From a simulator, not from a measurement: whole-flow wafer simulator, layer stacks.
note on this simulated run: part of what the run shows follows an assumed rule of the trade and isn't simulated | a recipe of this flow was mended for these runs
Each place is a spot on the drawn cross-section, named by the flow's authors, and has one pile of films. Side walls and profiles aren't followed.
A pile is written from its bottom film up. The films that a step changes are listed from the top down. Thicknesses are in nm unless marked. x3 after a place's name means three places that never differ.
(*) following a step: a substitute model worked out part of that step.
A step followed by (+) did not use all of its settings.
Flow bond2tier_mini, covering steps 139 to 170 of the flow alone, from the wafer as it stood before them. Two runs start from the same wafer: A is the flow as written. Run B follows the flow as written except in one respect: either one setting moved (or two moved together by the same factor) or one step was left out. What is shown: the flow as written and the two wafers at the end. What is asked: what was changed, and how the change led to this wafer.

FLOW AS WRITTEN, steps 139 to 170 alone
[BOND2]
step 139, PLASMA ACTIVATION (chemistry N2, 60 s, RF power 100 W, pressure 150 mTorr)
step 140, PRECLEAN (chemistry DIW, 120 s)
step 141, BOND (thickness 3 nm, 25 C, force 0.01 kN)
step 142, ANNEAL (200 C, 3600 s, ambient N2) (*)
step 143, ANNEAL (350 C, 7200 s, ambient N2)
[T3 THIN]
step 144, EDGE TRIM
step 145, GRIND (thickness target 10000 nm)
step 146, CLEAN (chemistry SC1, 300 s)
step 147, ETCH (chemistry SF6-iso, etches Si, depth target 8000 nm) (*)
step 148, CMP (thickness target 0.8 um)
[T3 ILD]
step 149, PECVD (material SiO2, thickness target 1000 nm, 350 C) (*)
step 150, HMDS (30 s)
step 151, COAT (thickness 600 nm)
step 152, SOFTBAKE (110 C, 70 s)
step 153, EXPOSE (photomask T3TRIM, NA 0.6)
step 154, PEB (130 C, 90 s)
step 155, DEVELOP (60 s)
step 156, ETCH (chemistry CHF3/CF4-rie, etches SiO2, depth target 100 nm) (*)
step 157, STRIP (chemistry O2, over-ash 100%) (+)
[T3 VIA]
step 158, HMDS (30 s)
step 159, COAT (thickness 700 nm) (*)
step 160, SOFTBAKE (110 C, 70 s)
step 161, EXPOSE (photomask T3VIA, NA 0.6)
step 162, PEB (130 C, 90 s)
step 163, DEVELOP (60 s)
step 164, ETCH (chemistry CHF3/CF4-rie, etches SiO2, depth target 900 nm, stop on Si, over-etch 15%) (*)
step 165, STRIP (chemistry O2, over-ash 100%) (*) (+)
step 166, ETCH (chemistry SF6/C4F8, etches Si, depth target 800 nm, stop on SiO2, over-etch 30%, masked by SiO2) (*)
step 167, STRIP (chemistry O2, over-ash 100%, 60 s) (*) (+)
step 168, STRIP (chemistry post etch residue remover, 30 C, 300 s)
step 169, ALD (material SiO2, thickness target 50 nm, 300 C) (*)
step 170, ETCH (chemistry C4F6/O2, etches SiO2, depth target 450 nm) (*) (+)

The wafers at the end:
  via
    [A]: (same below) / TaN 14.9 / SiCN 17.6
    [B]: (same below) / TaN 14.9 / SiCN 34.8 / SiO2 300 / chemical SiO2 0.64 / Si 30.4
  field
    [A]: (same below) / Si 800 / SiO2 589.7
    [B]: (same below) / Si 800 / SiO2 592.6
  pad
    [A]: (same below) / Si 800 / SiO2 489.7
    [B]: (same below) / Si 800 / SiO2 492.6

What caused this: step 166, ETCH: depth target 568 nm was run, though the flow has depth target 800 nm.

The path from the change to this, step by step:
  step 166, ETCH (chemistry SF6/C4F8, etches Si, depth target 800 nm, stop on SiO2, over-etch 30%, masked by SiO2) (*)
      via: A -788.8 Si (all of it), -0.64 chemical SiO2 (all of it), -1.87 SiO2 | B -738.4 Si
      field, pad: A -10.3 SiO2 | B -7.38 SiO2
  step 169, ALD (material SiO2, thickness target 50 nm, 300 C) (*)
      via: A +50 SiO2 | B +50 SiO2 (new film)
  step 170, ETCH (chemistry C4F6/O2, etches SiO2, depth target 450 nm) (*) (+)
      via: A -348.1 SiO2 (all of it), -17.2 SiCN | B -50 SiO2 (all of it), -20 Si
